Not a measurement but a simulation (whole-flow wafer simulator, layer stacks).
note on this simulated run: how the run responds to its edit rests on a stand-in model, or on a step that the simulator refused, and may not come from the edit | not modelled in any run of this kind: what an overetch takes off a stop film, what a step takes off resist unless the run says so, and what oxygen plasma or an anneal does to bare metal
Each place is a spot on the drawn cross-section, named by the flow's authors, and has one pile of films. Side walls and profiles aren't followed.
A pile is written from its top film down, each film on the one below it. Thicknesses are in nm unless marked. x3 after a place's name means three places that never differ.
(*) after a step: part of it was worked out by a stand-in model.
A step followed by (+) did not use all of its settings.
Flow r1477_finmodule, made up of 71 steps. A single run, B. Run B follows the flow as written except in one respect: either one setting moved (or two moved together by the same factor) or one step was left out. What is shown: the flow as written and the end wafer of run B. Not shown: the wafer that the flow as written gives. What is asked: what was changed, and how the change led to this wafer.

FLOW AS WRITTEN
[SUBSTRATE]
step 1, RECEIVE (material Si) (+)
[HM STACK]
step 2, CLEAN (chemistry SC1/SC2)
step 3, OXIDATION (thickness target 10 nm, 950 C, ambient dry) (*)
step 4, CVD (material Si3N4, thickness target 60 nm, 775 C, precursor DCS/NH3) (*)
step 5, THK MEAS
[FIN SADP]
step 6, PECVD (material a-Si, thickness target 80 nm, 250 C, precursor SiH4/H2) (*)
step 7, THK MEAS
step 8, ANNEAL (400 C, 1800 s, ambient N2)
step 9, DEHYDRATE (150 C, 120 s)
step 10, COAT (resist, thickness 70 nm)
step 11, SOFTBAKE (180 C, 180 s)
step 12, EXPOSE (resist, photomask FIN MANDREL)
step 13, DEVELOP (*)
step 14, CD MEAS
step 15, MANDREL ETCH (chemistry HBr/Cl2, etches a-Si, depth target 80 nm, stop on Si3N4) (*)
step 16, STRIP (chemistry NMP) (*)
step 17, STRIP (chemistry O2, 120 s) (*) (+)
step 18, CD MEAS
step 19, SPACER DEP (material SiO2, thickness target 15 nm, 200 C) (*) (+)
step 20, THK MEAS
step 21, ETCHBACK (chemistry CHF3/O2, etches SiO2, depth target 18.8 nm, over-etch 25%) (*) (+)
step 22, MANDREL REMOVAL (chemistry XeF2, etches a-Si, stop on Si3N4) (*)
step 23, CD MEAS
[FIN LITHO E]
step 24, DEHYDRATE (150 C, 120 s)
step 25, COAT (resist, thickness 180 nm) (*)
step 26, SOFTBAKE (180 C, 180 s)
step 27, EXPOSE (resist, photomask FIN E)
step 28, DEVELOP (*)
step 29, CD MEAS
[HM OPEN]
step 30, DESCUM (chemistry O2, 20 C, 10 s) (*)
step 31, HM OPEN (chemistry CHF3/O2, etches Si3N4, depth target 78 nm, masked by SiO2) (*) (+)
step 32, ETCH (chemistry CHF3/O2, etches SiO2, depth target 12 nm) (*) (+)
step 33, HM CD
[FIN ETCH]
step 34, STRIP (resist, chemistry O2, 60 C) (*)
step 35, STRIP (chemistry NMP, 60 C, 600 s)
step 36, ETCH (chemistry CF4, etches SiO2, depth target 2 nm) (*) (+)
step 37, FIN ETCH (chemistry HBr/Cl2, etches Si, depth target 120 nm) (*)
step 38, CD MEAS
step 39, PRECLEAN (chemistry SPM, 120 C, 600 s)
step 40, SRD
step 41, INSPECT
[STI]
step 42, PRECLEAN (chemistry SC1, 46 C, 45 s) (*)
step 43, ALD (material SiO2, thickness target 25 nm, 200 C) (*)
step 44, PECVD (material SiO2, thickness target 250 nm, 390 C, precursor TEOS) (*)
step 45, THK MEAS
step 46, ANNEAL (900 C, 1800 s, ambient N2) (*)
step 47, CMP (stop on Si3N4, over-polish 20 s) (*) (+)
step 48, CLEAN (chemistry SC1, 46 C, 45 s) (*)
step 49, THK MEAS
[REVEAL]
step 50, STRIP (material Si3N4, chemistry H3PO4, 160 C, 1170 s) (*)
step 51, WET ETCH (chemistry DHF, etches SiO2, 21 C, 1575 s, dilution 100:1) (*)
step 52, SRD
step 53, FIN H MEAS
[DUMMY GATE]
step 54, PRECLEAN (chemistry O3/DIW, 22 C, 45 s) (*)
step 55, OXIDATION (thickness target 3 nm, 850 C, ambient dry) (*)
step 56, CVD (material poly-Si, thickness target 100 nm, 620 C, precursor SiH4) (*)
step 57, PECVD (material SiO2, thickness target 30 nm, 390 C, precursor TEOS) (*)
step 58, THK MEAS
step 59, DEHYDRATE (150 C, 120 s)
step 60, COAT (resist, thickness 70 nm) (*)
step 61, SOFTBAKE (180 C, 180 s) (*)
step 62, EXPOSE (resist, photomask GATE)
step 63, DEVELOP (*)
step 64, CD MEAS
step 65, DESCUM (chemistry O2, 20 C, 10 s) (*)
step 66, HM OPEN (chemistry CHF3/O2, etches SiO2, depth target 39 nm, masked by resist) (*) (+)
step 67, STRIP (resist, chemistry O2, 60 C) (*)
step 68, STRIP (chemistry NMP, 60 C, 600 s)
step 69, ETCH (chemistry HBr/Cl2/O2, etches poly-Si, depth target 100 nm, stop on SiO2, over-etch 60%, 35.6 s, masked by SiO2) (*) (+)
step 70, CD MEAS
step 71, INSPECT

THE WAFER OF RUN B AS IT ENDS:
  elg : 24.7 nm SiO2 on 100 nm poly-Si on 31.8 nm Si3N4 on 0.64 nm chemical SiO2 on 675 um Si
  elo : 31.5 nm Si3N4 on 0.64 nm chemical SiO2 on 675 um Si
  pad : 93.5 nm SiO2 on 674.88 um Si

The reason: step 3, OXIDATION: thickness target 10 nm, 950 C, ambient dry (*), was not run.

The path from the change to this, step by step:
  step 31, HM OPEN (chemistry CHF3/O2, etches Si3N4, depth target 78 nm, masked by SiO2) (*) (+)
      pad, padg, esg and 13 more: -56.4 Si3N4 (all of it), -0.64 chemical SiO2 (all of it) (in the flow as written it would be: -56.4 Si3N4 (all of it), -10 SiO2 (all of it))
      s40cg, s45cg, s50cg, s40co, s45co, s50co: -60 Si3N4 (all of it), -0.64 chemical SiO2 (all of it) (in the flow as written it would be: -60 Si3N4 (all of it), -9 SiO2)
  step 32, ETCH (chemistry CHF3/O2, etches SiO2, depth target 12 nm) (*) (+)
      s40cg, s40co: -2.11 Si (in the flow as written it would be: -1 SiO2 (all of it), -2.2 Si)
      s45cg, s45co: -2.14 Si (in the flow as written it would be: -1 SiO2 (all of it), -2.2 Si)
      (as well as at 2 more places)
  step 43, ALD (material SiO2, thickness target 25 nm, 200 C) (*)
      s45cg, s50cg, s45co, s50co: +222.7 SiO2 (new film) (in the flow as written it would be: +232.1 SiO2 (new film))
      s40cg, s40co: +222.6 SiO2 (new film) (in the flow as written it would be: +232.1 SiO2 (new film))
      (as well as at 1 more place)
  step 47, CMP (stop on Si3N4, over-polish 20 s) (*) (+)
      pad, padg, e40sg and 11 more: -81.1 SiO2 (in the flow as written it would be: -71.8 SiO2)
      eso: -81.7 SiO2 (in the flow as written it would be: -72.4 SiO2)
  step 50, STRIP (material Si3N4, chemistry H3PO4, 160 C, 1170 s) (*)
      s40sg_line, s45sg_line, s50sg_line, s40so_line, s45so_line, s50so_line: -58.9 Si3N4 (all of it), -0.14 chemical SiO2, -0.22 Si (in the flow as written it would be: -58.9 Si3N4 (all of it), -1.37 SiO2)
  step 51, WET ETCH (chemistry DHF, etches SiO2, 21 C, 1575 s, dilution 100:1) (*)
      s40sg_line, s45sg_line, s50sg_line, s40so_line, s45so_line, s50so_line: -0.5 chemical SiO2 (all of it) (in the flow as written it would be: -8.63 SiO2 (all of it))
  step 56, CVD (material poly-Si, thickness target 100 nm, 620 C, precursor SiH4) (*)
      s40cg, s40co: +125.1 poly-Si (new film) (in the flow as written it would be: +113.9 poly-Si (new film))
      s45cg, s45co: +125.1 poly-Si (new film) (in the flow as written it would be: +113.4 poly-Si (new film))
      (as well as at 2 more places)
  step 60, COAT (resist, thickness 70 nm) (*)
      s40cg, s40co: +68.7 resist (new film) (in the flow as written it would be: +70.6 resist (new film))
      s40sg, s40so: +100.3 resist (new film) (in the flow as written it would be: +91 resist (new film))
      (as well as at 8 more places)
  step 63, DEVELOP (*)
      s40co: -68.7 resist (all of it) (in the flow as written it would be: -70.6 resist (all of it))
      s40so: -100.3 resist (all of it) (in the flow as written it would be: -91 resist (all of it))
      (as well as at 4 more places)
  step 67, STRIP (resist, chemistry O2, 60 C) (*)
      s40cg: -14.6 resist (all of it) (in the flow as written it would be: -16.5 resist (all of it))
      s40sg: -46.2 resist (all of it) (in the flow as written it would be: -36.9 resist (all of it))
      (as well as at 5 more places)
  step 69, ETCH (chemistry HBr/Cl2/O2, etches poly-Si, depth target 100 nm, stop on SiO2, over-etch 60%, 35.6 s, masked by SiO2) (*) (+)
      s40co: -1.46 chemical SiO2 (all of it), -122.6 poly-Si (all of it), -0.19 SiO2 (in the flow as written it would be: -1.46 chemical SiO2 (all of it), -111.5 poly-Si (all of it), -0.24 SiO2)
      s45co: -1.46 chemical SiO2 (all of it), -122.6 poly-Si (all of it), -0.19 SiO2 (in the flow as written it would be: -1.46 chemical SiO2 (all of it), -110.9 poly-Si (all of it), -0.25 SiO2)
      (as well as at 1 more place)
